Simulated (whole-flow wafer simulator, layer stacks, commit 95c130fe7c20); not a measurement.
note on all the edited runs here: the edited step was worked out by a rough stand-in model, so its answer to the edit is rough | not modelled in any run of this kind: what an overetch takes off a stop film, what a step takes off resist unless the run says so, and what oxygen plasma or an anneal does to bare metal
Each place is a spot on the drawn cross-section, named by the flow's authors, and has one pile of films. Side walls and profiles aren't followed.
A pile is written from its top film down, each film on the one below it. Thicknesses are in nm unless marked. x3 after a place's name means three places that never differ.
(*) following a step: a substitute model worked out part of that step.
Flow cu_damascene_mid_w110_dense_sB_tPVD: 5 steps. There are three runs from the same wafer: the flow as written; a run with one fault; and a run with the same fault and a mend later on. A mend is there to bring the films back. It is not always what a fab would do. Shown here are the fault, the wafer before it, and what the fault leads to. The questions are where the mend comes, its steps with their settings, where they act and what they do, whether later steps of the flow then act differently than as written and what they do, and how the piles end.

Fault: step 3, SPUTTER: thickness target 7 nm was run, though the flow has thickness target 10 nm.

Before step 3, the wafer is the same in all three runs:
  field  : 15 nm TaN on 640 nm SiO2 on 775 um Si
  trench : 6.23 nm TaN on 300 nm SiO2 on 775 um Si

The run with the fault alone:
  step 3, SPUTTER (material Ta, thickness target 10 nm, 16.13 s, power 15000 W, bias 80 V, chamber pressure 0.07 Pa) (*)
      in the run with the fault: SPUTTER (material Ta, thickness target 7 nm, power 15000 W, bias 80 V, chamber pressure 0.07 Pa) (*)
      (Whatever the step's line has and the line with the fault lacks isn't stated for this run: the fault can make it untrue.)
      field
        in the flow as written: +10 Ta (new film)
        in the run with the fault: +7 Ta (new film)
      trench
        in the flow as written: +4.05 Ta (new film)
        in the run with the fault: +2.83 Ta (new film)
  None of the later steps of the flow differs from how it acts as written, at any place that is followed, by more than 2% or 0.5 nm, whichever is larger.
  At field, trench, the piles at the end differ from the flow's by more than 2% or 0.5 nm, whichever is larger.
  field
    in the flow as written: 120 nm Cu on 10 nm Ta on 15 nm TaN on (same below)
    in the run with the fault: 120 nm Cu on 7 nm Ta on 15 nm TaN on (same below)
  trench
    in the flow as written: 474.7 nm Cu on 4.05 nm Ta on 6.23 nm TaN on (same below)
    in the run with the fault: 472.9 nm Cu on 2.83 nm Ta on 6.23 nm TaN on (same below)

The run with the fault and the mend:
  After step 3 comes the mend.
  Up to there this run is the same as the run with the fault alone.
  step 3a, SPUTTER (material Ta, thickness target 3 nm, power 15000 W, bias 80 V, chamber pressure 0.07 Pa) (*) (the flow's step 3, run once more with other settings)
      field
        +3 Ta
      trench
        +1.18 Ta
  None of the later steps of the flow differs from how it acts as written, at any place that is followed, by more than 2% or 0.5 nm, whichever is larger.
  When the end is reached, the piles differ only a little from the flow's at the places that both follow, at most by 2% or 0.5 nm, whichever is larger.
